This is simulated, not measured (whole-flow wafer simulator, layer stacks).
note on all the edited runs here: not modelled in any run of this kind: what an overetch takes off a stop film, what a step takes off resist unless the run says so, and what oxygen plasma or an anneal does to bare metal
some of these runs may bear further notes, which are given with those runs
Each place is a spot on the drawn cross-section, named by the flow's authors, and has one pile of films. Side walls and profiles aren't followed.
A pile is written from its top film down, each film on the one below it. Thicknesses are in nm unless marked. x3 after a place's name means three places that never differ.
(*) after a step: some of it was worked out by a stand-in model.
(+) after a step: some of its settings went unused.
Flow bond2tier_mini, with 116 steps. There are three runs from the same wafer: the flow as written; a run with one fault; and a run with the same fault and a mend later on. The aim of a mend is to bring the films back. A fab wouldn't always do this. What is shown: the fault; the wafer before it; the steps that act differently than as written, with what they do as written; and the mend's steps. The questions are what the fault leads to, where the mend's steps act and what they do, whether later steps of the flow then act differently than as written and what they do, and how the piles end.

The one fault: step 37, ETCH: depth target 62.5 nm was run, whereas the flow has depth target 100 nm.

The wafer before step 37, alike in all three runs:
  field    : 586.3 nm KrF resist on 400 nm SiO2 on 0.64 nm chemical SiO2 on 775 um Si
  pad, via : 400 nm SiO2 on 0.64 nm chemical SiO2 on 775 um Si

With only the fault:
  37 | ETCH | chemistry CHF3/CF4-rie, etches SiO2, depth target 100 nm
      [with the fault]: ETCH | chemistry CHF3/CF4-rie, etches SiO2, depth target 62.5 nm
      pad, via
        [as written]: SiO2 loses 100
        [with the fault]: SiO2 loses 62.5
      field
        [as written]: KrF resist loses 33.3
        [with the fault]: KrF resist loses 20.8
  Later steps of the flow acting differently than as written (1 other step is not shown; it differs only slightly, by no more than 2% or 0.5 nm, whichever is larger):
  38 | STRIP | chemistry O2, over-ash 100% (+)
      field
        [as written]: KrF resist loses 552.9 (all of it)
        [with the fault]: KrF resist loses 565.4 (all of it)
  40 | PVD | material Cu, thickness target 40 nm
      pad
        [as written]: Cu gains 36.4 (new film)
        [with the fault]: Cu gains 37.7 (new film)
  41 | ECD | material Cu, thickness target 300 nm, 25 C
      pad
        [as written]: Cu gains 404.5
        [with the fault]: Cu gains 365.3
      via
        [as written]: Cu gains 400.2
        [with the fault]: Cu gains 362.5
  The piles end different from the flow's at pad by more than 2% or 0.5 nm, whichever is larger.
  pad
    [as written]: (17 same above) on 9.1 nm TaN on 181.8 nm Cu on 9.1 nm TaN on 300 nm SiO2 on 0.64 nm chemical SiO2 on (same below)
    [with the fault]: (17 same above) on 9.1 nm TaN on 144 nm Cu on 9.44 nm TaN on 337.5 nm SiO2 on 0.64 nm chemical SiO2 on (same below)

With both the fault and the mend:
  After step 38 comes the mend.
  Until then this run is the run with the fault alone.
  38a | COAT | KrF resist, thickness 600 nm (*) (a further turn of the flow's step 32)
      field
        KrF resist gains 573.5 (new film)
      pad
        KrF resist gains 627.6 (new film)
      via
        KrF resist gains 624.3 (new film)
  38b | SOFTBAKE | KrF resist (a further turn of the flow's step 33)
      alters no film at any place that is followed
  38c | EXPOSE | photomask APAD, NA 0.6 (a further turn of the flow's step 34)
      alters no film at any place that is followed
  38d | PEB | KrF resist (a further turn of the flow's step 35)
      alters no film at any place that is followed
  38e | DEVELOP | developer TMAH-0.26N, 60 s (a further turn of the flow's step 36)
      field
        KrF resist loses 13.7
      pad
        KrF resist loses 627.6 (all of it)
      via
        KrF resist loses 624.3 (all of it)
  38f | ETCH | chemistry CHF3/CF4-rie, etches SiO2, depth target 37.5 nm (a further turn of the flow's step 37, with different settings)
      pad, via
        SiO2 loses 37.5
      field
        KrF resist loses 12.5
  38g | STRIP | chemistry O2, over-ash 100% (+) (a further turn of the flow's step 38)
      field
        KrF resist loses 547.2 (all of it)
  None of the later steps of the flow acts differently than as written at any place that is followed.
  The piles end the same as the flow's at every place that both follow.
